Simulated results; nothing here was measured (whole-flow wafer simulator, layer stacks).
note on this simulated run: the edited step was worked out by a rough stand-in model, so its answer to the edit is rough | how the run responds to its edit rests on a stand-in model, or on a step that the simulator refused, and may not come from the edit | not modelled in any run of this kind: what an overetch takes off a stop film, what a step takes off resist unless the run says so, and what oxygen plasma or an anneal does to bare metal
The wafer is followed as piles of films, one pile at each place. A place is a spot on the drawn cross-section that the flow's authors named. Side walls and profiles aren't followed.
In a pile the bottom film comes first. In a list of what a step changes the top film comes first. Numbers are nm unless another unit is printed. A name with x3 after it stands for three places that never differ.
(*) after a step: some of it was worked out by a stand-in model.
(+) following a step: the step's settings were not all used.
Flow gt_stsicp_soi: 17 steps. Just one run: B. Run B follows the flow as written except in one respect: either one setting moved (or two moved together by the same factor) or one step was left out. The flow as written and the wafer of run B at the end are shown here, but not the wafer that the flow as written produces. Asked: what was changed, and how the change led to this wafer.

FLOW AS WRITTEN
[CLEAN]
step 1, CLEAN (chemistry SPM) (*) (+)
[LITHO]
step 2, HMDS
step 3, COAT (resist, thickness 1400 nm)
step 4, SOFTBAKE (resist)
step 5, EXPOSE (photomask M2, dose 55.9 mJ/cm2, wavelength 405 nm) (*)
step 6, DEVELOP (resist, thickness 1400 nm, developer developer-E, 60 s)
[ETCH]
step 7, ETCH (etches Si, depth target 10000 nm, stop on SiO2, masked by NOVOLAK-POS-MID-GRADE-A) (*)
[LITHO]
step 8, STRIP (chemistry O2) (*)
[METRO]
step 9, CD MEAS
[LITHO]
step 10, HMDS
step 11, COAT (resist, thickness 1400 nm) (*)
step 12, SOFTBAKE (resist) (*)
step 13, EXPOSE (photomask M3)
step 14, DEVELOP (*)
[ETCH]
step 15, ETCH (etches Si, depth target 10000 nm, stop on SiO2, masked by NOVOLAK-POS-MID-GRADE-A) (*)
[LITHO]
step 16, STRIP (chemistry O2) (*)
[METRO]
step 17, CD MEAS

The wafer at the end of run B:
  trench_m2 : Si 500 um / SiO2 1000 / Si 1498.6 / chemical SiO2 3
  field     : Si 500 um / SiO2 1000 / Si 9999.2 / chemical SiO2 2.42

Cause: step 7, ETCH: depth target 8500 nm was run, whereas the flow has depth target 10000 nm.

Step by step, how the change led to this:
  step 7, ETCH (etches Si, depth target 10000 nm, stop on SiO2, masked by NOVOLAK-POS-MID-GRADE-A) (*)
      trench_m2: chemical SiO2 loses 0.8 (all of it), Si loses 8500 (it would be, as written: chemical SiO2 loses 0.8 (all of it), Si loses 9999.9 (all of it))
      field, trench_m3: resist loses 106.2 (it would be, as written: resist loses 125)
  step 8, STRIP (chemistry O2) (*)
      trench_m2: chemical SiO2 gains 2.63 (new film), Si loses 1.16 (it would be, as written: nothing)
  step 11, COAT (resist, thickness 1400 nm) (*)
      trench_m2: resist gains 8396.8 (new film) (it would be, as written: resist gains 9583.4 (new film))
  step 12, SOFTBAKE (resist) (*)
      field: resist gains 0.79 (it would be, as written: nothing)
      trench_m2: resist gains 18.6 (it would be, as written: nothing)
      (also at 1 further place)
  step 16, STRIP (chemistry O2) (*)
      trench_m2: resist loses 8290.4 (all of it), chemical SiO2 gains 0.37, Si loses 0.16 (it would be, as written: resist loses 9458.4 (all of it))
